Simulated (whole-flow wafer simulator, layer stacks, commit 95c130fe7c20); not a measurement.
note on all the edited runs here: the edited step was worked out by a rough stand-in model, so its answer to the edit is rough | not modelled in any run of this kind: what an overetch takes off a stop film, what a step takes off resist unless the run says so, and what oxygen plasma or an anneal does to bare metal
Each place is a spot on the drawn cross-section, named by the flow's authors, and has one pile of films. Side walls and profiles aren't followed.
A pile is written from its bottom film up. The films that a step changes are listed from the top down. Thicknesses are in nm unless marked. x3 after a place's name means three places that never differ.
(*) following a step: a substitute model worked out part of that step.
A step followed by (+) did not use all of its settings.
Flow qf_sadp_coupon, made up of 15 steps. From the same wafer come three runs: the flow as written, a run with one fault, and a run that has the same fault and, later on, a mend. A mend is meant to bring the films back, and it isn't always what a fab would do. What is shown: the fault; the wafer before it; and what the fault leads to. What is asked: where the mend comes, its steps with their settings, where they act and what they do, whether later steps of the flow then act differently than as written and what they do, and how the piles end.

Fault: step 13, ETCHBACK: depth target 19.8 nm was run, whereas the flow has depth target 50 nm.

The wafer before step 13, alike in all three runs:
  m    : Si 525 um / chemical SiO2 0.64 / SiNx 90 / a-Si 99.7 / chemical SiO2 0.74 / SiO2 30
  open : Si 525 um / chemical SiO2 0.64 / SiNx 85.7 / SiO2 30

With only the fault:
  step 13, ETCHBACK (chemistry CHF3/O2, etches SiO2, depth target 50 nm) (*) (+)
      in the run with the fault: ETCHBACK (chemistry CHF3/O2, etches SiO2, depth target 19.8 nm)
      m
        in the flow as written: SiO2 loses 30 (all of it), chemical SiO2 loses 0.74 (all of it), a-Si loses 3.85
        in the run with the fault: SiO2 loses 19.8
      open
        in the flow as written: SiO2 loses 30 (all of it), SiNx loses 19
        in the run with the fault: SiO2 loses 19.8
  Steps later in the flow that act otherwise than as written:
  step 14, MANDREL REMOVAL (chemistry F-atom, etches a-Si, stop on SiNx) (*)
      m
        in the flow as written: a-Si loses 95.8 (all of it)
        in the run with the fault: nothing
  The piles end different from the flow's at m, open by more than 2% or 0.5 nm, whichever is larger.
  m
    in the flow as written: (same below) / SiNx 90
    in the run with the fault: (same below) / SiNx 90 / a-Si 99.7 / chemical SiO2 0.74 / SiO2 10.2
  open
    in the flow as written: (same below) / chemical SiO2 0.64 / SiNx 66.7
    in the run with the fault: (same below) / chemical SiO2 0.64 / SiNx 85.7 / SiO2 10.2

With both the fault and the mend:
  The mend follows step 13.
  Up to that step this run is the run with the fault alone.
  step 13a, ETCHBACK (chemistry CHF3/O2, etches SiO2, depth target 30.2 nm) (*) (+) (the flow's step 13, run once more with other settings)
      m
        SiO2 loses 10.2 (all of it), chemical SiO2 loses 0.74 (all of it), a-Si loses 3.85
      open
        SiO2 loses 10.2 (all of it), SiNx loses 19
  None of the later steps of the flow acts differently than as written at any place that is followed.
  The piles end the same as the flow's at every place that both follow.
